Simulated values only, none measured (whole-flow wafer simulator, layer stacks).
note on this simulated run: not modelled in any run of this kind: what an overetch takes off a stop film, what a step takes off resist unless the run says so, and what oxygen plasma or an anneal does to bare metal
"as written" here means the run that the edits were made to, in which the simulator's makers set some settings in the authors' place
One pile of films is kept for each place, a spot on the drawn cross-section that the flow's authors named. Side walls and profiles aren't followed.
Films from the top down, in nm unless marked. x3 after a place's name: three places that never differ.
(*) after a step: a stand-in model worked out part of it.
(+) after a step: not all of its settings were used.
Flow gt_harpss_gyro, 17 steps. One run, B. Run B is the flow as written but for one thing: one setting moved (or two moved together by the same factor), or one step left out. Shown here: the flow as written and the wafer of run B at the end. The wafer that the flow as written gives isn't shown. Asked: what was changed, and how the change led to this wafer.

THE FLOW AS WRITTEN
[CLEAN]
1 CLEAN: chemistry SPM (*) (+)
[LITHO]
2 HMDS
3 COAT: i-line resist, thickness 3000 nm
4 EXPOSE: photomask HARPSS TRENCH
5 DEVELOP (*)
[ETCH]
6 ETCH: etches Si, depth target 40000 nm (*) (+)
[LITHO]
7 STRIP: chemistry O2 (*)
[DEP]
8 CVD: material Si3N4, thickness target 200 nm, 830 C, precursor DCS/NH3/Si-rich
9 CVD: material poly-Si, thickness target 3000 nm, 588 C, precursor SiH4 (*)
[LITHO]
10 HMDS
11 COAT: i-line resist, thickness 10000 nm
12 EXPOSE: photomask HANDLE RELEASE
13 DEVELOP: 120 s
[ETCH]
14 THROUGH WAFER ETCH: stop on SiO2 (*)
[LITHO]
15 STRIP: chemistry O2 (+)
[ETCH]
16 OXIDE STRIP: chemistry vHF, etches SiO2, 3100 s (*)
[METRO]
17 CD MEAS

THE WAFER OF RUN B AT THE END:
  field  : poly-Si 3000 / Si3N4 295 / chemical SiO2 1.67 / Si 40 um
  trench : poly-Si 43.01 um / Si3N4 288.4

The cause: step 8, CVD: thickness target 295 nm was run, where the flow has thickness target 200 nm.
It can be read off the wafer: field has Si3N4 295, and step 8 as written asks for 200 nm.

How the change led to this, step by step:
  8 CVD: material Si3N4, thickness target 200 nm, 830 C, precursor DCS/NH3/Si-rich
      field: Si3N4 +295 (new film) (as written it would be: Si3N4 +200 (new film))
      trench: Si3N4 +288.4 (new film) (as written it would be: Si3N4 +195.9 (new film))
